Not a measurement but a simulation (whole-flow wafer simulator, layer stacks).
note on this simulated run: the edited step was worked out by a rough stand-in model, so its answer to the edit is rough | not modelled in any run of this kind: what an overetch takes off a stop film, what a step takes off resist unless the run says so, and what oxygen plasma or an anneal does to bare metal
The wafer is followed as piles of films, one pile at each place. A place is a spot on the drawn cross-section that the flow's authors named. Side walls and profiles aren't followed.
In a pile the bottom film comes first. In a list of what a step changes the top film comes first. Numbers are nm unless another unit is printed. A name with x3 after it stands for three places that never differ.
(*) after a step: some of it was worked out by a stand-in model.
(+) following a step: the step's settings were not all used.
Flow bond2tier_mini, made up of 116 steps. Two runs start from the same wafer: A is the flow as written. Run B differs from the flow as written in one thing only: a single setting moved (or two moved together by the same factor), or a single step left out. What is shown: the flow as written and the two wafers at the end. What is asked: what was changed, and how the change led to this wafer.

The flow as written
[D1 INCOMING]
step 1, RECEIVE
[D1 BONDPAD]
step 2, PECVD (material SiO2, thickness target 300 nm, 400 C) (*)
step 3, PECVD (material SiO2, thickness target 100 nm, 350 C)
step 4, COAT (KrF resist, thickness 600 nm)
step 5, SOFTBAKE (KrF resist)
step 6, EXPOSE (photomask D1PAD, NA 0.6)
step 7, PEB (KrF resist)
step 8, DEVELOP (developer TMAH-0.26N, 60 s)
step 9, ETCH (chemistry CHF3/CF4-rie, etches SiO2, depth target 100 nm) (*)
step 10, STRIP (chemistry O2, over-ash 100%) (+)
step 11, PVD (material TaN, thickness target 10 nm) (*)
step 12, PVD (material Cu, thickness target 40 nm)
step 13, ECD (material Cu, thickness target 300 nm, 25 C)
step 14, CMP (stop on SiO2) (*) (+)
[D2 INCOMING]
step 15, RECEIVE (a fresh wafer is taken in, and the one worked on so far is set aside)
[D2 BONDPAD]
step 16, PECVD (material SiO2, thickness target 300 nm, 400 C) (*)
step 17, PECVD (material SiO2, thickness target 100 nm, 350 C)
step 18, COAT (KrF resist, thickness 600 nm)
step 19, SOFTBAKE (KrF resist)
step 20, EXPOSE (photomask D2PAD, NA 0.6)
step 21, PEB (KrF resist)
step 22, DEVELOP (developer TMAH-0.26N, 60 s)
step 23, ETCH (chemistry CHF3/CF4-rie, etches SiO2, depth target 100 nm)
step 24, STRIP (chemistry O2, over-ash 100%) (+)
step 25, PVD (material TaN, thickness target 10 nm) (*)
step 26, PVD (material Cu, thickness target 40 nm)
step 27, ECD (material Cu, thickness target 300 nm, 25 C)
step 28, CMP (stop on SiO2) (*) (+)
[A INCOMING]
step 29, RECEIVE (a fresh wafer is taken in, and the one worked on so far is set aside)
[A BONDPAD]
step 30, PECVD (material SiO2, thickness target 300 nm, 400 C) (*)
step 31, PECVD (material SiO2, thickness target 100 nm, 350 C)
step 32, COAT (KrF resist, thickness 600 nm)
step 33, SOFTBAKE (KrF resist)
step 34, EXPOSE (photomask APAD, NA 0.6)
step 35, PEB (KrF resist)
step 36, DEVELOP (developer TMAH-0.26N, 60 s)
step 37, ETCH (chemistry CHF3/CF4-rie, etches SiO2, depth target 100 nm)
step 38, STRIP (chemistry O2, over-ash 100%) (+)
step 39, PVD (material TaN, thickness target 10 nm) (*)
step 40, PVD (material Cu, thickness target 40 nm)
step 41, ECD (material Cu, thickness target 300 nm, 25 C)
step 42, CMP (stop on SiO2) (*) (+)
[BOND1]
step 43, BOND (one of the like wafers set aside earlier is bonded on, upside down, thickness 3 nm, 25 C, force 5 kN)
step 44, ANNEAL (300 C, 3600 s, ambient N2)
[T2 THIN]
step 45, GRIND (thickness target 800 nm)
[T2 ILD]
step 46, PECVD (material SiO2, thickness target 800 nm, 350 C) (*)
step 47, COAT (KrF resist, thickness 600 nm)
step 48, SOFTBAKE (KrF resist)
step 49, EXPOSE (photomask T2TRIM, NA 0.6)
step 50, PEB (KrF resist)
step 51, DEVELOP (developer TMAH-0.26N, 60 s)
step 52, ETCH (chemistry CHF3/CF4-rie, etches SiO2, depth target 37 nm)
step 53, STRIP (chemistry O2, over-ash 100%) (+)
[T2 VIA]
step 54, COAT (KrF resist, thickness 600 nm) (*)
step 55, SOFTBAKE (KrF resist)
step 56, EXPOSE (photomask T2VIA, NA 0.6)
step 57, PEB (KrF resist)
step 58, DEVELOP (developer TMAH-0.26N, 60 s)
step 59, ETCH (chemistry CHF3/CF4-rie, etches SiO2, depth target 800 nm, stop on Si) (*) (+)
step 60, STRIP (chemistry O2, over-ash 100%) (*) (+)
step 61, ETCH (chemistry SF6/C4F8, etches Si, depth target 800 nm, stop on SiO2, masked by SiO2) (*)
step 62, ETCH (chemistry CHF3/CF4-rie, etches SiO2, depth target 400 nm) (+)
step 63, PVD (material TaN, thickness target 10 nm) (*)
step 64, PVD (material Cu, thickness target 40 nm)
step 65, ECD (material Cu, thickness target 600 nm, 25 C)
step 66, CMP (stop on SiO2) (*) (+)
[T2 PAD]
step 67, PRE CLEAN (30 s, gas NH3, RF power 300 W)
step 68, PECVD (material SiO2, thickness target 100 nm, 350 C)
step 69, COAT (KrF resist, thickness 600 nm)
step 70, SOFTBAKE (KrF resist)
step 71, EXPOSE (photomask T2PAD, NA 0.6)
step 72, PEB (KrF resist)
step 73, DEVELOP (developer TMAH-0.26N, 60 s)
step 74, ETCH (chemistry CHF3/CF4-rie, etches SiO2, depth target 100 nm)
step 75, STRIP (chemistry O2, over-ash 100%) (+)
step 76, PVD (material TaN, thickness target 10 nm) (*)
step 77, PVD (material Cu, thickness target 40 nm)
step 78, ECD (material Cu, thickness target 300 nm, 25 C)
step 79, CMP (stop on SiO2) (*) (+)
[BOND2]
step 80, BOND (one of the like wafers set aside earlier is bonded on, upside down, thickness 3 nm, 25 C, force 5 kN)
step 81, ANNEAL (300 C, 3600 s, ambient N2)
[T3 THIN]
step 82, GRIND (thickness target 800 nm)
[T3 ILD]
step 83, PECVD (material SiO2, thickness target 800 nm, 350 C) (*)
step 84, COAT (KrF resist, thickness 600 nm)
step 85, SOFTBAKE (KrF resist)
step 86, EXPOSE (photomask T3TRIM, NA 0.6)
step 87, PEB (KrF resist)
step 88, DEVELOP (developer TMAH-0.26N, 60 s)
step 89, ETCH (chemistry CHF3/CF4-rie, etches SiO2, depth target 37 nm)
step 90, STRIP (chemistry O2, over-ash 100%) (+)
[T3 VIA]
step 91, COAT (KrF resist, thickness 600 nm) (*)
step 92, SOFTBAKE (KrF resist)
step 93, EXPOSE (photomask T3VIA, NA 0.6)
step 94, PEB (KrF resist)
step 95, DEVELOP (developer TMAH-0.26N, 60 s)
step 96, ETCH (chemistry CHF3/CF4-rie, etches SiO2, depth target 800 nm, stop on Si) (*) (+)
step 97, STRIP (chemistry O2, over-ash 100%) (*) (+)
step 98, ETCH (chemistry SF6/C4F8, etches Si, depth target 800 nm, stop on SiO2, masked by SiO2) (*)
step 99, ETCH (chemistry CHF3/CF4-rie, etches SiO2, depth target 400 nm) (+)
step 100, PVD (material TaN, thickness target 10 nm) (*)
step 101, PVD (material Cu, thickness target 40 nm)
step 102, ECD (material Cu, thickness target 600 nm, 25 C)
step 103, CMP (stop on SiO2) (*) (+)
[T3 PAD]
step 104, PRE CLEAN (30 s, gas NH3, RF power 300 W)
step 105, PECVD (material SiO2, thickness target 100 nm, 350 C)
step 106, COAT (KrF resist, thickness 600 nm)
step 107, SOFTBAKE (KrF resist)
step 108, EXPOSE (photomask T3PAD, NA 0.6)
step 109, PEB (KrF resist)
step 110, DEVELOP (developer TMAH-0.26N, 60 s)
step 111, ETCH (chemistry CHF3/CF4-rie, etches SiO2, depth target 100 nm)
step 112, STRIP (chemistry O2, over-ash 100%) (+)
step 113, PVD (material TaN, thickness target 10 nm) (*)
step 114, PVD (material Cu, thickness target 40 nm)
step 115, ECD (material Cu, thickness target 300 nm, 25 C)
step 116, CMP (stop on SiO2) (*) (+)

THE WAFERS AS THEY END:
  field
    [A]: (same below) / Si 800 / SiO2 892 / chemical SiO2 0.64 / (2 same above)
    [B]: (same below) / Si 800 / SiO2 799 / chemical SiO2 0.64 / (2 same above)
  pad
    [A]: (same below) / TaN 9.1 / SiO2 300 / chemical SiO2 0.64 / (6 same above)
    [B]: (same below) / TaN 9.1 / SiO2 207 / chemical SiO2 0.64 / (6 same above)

The reason: step 16, PECVD: thickness target 207 nm was run, though the flow has thickness target 300 nm.
The wafer itself shows it: pad has SiO2 207, and step 16 as written asks for 300 nm.

How this came from the change, step by step:
  step 16, PECVD (material SiO2, thickness target 300 nm, 400 C) (*)
      field, pad, via: A SiO2 gains 300 (new film) | B SiO2 gains 207 (new film)
  step 80, BOND (one of the like wafers set aside earlier is bonded on, upside down, thickness 3 nm, 25 C, force 5 kN)
      field: A Si gains 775 um (new film), chemical SiO2 gains 0.64 (new film), SiO2 gains 400 | B Si gains 775 um (new film), chemical SiO2 gains 0.64 (new film), SiO2 gains 307
      pad: A Si gains 775 um (new film), chemical SiO2 gains 0.64 (new film), SiO2 gains 300 (new film), TaN gains 9.1 (new film), Cu gains 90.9 | B Si gains 775 um (new film), chemical SiO2 gains 0.64 (new film), SiO2 gains 207 (new film), TaN gains 9.1 (new film), Cu gains 90.9
